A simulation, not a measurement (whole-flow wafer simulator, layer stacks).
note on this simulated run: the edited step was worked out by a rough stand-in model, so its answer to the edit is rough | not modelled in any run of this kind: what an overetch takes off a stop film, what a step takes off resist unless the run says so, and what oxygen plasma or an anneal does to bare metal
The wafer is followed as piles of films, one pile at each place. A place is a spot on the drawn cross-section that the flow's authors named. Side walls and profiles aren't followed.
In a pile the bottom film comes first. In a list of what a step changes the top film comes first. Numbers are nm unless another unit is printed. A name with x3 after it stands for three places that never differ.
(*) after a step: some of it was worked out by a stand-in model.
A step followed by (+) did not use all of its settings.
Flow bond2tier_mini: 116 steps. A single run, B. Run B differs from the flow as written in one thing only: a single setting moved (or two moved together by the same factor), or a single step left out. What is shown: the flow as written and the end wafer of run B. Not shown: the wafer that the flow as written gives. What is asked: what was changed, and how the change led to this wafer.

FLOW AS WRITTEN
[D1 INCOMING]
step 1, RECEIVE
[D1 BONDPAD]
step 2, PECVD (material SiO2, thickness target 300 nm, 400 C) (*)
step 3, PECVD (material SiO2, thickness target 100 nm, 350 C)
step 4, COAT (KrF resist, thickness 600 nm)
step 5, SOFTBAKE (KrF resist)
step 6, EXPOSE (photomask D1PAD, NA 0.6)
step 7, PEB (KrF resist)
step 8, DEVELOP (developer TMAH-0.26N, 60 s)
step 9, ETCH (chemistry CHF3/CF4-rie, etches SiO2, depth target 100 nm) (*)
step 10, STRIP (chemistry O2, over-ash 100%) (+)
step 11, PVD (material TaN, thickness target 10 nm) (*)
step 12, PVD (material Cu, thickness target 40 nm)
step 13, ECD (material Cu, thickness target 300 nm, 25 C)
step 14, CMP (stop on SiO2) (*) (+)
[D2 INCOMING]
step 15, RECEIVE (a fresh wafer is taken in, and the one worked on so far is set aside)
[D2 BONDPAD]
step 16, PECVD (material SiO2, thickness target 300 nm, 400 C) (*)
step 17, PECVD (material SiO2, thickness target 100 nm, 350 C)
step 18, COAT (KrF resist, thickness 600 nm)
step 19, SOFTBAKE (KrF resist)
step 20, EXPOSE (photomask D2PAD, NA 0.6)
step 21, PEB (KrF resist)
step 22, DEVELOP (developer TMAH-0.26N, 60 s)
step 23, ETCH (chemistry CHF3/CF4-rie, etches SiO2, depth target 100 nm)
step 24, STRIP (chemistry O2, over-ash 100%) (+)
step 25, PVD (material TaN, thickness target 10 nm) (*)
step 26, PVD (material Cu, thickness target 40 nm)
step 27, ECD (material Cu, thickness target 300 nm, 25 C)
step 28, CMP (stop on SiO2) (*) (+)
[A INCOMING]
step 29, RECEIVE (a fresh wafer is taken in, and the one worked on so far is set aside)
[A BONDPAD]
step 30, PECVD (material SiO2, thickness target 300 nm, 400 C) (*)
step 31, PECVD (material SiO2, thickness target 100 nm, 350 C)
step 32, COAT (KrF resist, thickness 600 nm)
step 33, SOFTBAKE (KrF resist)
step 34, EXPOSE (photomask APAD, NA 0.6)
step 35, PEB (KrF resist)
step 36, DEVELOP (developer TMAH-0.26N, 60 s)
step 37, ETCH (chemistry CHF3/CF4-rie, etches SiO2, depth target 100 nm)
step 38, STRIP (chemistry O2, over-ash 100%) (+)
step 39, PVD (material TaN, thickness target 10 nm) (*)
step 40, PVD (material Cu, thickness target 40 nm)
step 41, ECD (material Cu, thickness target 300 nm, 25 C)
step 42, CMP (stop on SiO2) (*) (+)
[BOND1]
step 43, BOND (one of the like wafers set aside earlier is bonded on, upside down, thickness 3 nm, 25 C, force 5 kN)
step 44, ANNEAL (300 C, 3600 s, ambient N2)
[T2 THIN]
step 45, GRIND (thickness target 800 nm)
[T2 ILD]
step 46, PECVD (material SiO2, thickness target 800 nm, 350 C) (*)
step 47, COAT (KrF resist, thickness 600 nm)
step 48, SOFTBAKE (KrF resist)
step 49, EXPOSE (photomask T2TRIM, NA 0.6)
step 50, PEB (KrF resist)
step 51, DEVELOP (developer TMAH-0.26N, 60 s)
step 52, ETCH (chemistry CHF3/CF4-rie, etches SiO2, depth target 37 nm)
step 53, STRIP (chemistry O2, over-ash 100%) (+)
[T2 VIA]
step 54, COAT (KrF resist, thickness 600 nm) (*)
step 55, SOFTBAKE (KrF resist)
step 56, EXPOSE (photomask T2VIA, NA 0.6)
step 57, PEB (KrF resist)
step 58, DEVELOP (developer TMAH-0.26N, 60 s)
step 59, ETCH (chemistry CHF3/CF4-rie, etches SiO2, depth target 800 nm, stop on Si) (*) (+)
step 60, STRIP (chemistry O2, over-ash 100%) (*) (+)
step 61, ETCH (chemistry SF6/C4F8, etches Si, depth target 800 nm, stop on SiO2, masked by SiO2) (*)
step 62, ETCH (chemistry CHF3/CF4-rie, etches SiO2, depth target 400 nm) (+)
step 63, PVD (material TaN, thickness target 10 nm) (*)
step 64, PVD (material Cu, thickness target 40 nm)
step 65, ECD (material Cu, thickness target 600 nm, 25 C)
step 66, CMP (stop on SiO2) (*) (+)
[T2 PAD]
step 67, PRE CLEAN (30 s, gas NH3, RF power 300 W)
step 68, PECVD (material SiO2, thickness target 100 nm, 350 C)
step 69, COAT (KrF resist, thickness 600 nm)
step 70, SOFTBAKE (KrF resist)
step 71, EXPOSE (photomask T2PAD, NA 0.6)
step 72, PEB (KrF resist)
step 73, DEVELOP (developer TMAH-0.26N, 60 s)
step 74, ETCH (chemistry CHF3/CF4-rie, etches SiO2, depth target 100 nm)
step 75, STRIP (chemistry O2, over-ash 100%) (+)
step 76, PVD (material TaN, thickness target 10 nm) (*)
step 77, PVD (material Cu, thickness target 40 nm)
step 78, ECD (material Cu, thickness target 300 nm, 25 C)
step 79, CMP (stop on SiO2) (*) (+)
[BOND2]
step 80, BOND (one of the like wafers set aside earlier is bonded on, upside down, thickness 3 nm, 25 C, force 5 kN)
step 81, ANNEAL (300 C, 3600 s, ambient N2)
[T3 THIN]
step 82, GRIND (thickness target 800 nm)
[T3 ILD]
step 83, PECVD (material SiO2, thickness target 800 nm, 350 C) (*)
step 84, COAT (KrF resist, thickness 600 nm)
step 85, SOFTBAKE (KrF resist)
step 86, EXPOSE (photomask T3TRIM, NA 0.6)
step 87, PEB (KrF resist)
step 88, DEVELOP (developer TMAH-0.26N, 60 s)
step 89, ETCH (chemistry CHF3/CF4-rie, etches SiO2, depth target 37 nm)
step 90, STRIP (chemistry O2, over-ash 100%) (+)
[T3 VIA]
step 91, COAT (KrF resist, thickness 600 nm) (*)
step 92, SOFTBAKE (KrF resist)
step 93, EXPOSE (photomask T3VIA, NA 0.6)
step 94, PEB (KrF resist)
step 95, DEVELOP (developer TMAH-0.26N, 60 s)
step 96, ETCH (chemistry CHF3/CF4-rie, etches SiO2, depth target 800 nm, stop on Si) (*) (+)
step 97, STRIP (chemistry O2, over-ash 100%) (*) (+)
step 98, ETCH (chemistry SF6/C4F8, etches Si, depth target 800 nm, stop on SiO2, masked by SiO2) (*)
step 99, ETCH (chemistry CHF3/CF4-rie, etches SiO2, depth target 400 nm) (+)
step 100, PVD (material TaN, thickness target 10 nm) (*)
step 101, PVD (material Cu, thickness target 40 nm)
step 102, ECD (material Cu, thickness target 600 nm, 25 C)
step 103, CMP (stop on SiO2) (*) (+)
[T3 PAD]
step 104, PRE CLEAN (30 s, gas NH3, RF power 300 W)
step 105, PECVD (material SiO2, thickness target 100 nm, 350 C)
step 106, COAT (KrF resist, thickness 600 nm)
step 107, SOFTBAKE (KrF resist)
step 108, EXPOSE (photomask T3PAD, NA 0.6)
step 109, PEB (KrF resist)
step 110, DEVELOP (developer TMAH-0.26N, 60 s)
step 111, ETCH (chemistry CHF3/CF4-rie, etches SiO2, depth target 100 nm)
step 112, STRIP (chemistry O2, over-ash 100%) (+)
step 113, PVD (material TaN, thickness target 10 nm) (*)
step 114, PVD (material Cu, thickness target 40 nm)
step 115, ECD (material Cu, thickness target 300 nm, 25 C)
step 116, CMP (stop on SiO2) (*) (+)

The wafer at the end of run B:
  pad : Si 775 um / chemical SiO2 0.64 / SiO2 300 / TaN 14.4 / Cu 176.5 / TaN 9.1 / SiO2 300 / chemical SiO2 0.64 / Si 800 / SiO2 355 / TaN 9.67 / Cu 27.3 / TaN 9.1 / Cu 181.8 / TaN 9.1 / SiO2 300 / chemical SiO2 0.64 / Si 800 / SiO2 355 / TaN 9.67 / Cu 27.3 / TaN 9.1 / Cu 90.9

Cause: step 39, PVD: thickness target 15.8 nm was run, while the flow as written has thickness target 10 nm.

The path from the change to this, step by step:
  step 39, PVD (material TaN, thickness target 10 nm) (*)
      field: TaN gains 15.8 (new film) (as written it would have been: TaN gains 10 (new film))
      pad: TaN gains 14.4 (new film) (as written it would have been: TaN gains 9.1 (new film))
      (also at 1 further place)
  step 42, CMP (stop on SiO2) (*) (+)
      field: Cu loses 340 (all of it), TaN loses 15.8 (all of it) (as written it would have been: Cu loses 340 (all of it), TaN loses 10 (all of it))
